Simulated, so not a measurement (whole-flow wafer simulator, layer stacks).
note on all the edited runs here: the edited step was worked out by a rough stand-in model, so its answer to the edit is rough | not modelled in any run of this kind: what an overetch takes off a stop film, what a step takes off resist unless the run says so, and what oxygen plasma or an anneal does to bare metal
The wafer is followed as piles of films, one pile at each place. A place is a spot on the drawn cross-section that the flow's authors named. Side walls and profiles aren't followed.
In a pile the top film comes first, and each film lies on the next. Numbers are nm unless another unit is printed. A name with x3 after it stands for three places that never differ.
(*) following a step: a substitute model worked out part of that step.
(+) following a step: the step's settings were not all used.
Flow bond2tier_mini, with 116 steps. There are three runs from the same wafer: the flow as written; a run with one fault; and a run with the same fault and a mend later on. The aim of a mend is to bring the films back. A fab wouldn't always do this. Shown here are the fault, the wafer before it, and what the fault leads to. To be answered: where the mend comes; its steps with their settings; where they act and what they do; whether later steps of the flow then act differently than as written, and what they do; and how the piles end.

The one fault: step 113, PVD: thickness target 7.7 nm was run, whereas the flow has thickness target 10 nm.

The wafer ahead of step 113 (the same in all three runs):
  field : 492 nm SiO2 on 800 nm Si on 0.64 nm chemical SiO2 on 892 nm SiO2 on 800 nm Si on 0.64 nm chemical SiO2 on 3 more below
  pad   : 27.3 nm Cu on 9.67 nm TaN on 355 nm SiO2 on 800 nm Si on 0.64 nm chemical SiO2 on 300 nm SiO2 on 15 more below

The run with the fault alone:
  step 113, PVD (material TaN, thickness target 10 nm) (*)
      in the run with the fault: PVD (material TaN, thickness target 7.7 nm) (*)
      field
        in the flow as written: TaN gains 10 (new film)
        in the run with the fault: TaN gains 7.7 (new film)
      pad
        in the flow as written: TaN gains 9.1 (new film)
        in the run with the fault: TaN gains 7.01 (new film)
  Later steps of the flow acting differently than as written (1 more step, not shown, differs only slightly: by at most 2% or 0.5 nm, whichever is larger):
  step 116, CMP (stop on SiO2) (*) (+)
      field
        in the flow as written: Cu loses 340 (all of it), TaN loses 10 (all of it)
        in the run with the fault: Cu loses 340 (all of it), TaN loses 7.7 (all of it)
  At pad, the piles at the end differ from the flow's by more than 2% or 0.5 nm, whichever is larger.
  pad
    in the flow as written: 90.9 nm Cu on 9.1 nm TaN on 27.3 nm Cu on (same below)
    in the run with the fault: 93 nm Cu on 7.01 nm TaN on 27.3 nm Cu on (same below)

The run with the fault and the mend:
  The mend follows step 113.
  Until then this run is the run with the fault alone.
  step 113a, PVD (material TaN, thickness target 2.3 nm) (*) (a further turn of the flow's step 113, with different settings)
      field
        TaN gains 2.3
      pad
        TaN gains 2.09
  None of the later steps of the flow acts differently than as written at any place that is followed.
  At every place that both follow, the piles at the end match the flow's.
